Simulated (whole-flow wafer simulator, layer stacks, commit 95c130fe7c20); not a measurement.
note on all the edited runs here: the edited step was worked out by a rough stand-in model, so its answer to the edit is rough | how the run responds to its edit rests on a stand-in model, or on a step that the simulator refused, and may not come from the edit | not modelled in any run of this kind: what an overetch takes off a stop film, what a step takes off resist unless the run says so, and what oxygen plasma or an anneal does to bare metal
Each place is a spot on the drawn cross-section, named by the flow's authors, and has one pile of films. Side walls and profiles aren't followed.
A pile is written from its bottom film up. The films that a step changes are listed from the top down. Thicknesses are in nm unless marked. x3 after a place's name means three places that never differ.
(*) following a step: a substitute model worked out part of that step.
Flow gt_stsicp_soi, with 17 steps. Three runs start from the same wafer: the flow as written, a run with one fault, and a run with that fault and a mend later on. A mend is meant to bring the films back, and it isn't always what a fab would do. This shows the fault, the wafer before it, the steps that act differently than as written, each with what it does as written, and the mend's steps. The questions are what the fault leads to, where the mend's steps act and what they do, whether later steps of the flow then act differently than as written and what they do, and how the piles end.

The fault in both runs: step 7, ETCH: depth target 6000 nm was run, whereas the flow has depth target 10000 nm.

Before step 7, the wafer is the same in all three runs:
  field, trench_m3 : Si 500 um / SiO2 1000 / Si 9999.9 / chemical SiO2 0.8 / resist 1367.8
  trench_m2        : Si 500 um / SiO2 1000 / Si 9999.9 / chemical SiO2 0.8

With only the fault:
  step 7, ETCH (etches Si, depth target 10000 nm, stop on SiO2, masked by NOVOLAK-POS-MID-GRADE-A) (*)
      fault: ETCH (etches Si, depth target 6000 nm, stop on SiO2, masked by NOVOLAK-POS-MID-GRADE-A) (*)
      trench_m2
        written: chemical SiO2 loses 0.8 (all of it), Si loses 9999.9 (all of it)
        fault: chemical SiO2 loses 0.8 (all of it), Si loses 6000
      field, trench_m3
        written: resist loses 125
        fault: resist loses 75
  Later steps of the flow acting differently than as written (not shown: 1 more step that differs only slightly, by at most 2% or 0.5 nm, whichever is larger):
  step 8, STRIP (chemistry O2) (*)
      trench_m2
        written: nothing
        fault: chemical SiO2 gains 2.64 (new film), Si loses 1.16
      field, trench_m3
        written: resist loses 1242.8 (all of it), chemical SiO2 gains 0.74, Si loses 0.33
        fault: resist loses 1292.8 (all of it), chemical SiO2 gains 0.75, Si loses 0.33
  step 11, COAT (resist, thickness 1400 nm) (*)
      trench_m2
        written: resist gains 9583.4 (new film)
        fault: resist gains 6380.7 (new film)
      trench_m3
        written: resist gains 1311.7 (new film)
        fault: resist gains 1346.9 (new film)
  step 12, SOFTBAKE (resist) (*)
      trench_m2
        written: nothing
        fault: resist gains 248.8
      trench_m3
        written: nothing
        fault: resist gains 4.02
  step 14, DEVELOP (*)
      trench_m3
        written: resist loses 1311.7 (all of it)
        fault: resist loses 1350.9 (all of it)
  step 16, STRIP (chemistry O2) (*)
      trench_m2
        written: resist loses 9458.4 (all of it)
        fault: resist loses 6504.6 (all of it), chemical SiO2 gains 0.33, Si loses 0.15
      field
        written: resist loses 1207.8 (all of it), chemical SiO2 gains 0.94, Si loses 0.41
        fault: resist loses 1234.9 (all of it), chemical SiO2 gains 0.76, Si loses 0.34
  The piles end different from the flow's at trench_m2 by more than 2% or 0.5 nm, whichever is larger.
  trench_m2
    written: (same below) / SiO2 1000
    fault: (same below) / SiO2 1000 / Si 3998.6 / chemical SiO2 2.97

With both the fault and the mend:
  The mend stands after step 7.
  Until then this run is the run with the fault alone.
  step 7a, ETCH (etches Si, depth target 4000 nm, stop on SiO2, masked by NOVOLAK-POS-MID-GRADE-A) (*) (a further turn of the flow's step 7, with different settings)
      field, trench_m3
        resist loses 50
      trench_m2
        Si loses 3999.9 (all of it)
  None of the later steps of the flow acts differently than as written at any place that is followed.
  By the end, the piles equal the flow's at every place that both follow.
